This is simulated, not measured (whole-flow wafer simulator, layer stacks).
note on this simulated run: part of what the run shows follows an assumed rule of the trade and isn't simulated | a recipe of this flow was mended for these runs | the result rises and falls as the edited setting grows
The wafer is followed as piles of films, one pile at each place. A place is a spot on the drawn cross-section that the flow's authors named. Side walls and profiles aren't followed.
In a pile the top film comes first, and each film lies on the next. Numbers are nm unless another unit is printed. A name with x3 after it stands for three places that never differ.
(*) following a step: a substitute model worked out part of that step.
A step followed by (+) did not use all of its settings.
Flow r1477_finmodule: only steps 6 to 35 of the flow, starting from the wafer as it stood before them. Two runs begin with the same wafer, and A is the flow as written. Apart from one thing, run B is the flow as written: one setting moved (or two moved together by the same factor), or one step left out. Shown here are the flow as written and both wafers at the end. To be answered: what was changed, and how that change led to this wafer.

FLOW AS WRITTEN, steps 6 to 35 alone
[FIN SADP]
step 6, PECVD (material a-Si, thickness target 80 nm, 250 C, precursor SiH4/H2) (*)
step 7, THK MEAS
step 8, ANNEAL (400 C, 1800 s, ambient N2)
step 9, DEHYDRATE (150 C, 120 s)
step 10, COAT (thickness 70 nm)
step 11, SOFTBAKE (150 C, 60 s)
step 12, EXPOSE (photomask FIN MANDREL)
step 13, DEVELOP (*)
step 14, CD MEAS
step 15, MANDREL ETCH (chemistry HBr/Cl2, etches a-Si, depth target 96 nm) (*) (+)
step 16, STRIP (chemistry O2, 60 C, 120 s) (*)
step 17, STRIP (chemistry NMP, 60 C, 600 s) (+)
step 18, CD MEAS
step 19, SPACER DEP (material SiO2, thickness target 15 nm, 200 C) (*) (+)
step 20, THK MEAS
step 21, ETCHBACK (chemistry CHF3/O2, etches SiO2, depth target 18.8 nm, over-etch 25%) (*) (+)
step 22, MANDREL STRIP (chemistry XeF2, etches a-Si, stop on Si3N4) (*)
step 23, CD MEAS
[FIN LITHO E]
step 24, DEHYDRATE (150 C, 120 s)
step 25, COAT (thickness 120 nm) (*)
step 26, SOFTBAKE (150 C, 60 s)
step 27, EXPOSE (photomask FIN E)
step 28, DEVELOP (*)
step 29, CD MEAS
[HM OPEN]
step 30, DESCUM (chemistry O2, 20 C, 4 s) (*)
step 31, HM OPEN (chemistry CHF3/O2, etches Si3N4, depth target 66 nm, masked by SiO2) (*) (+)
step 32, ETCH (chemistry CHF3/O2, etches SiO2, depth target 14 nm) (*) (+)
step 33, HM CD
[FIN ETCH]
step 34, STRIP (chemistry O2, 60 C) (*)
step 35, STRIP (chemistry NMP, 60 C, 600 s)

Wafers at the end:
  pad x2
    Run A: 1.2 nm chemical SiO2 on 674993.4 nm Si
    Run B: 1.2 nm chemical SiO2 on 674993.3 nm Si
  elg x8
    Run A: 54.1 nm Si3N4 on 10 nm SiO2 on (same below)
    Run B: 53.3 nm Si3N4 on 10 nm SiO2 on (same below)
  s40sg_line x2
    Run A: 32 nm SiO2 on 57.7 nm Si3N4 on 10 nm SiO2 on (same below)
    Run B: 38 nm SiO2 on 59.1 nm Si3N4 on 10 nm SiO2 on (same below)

Cause: step 6, PECVD: thickness target 89.6 nm was run, while the flow as written has thickness target 80 nm; step 21, ETCHBACK: depth target 21.1 nm was run, where the flow has depth target 18.8 nm.

How this came from the change, step by step:
  step 6, PECVD (material a-Si, thickness target 80 nm, 250 C, precursor SiH4/H2) (*)
      pad x2, elg x8, esg x2 and 24 more: A a-Si gains 80 (new film) | B a-Si gains 89.6 (new film)
  step 15, MANDREL ETCH (chemistry HBr/Cl2, etches a-Si, depth target 96 nm) (*) (+)
      pad x2, elg x8, esg x2 and 18 more: A a-Si loses 80 (all of it), Si3N4 loses 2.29 | B a-Si loses 89.6 (all of it), Si3N4 loses 0.91
  step 21, ETCHBACK (chemistry CHF3/O2, etches SiO2, depth target 18.8 nm, over-etch 25%) (*) (+)
      pad x2, elg x8, esg x2 and 12 more: A SiO2 loses 15 (all of it), Si3N4 loses 3.62 | B SiO2 loses 15 (all of it), Si3N4 loses 5.76
  step 22, MANDREL STRIP (chemistry XeF2, etches a-Si, stop on Si3N4) (*)
      s40cg x2, s45cg x2, s50cg x2: A a-Si loses 79 (all of it) | B a-Si loses 88.2 (all of it)
  step 25, COAT (thickness 120 nm) (*)
      s40sg_line x2: A e-beam-resist gains 60 (new film) | B e-beam-resist gains 54.2 (new film)
      s45sg_line x2: A e-beam-resist gains 60.3 (new film) | B e-beam-resist gains 54.4 (new film)
      (and at 2 other places as well)
  step 28, DEVELOP (*)
      s40sg_line x2: A e-beam-resist loses 60 (all of it) | B e-beam-resist loses 54.2 (all of it)
      s45sg_line x2: A e-beam-resist loses 60.3 (all of it) | B e-beam-resist loses 54.4 (all of it)
      (and at 2 other places as well)
